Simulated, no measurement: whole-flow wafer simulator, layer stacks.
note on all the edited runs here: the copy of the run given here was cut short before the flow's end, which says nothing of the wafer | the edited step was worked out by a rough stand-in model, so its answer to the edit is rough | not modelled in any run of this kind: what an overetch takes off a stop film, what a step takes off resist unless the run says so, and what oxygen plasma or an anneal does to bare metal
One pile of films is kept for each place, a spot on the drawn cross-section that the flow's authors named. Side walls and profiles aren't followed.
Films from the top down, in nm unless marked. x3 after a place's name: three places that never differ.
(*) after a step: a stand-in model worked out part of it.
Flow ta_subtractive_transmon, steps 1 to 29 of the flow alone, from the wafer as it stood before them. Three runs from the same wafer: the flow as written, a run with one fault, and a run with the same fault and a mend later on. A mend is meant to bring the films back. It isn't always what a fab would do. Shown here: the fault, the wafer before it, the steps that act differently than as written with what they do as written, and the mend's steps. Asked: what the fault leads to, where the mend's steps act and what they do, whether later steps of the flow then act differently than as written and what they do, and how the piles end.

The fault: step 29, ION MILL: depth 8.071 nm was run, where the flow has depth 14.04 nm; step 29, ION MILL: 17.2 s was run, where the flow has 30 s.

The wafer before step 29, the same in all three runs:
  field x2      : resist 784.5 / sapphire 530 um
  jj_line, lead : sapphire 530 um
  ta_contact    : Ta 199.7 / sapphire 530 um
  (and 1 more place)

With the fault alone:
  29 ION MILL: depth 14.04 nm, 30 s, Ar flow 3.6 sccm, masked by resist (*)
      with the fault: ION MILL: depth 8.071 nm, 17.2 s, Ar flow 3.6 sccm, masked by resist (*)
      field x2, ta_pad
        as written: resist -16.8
        with the fault: resist -9.62
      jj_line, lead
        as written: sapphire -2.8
        with the fault: sapphire -1.6
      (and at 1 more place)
  No later step of the flow acts differently than as written at any place that is followed.
  At the end the piles differ from the flow's by more than 2% or 0.5 nm, whichever is larger, at ta_contact.
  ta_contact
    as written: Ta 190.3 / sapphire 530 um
    with the fault: Ta 194.3 / sapphire 530 um

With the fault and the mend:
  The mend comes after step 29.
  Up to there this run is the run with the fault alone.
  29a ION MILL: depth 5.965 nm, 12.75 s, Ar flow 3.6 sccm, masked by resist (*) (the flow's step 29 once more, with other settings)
      field x2, ta_pad
        resist -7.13
      jj_line, lead
        sapphire -1.19
      ta_contact
        Ta -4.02
  No later step of the flow acts differently than as written at any place that is followed.
  At the end the piles differ from the flow's only slightly at the places that both follow, by at most 2% or 0.5 nm, whichever is larger.
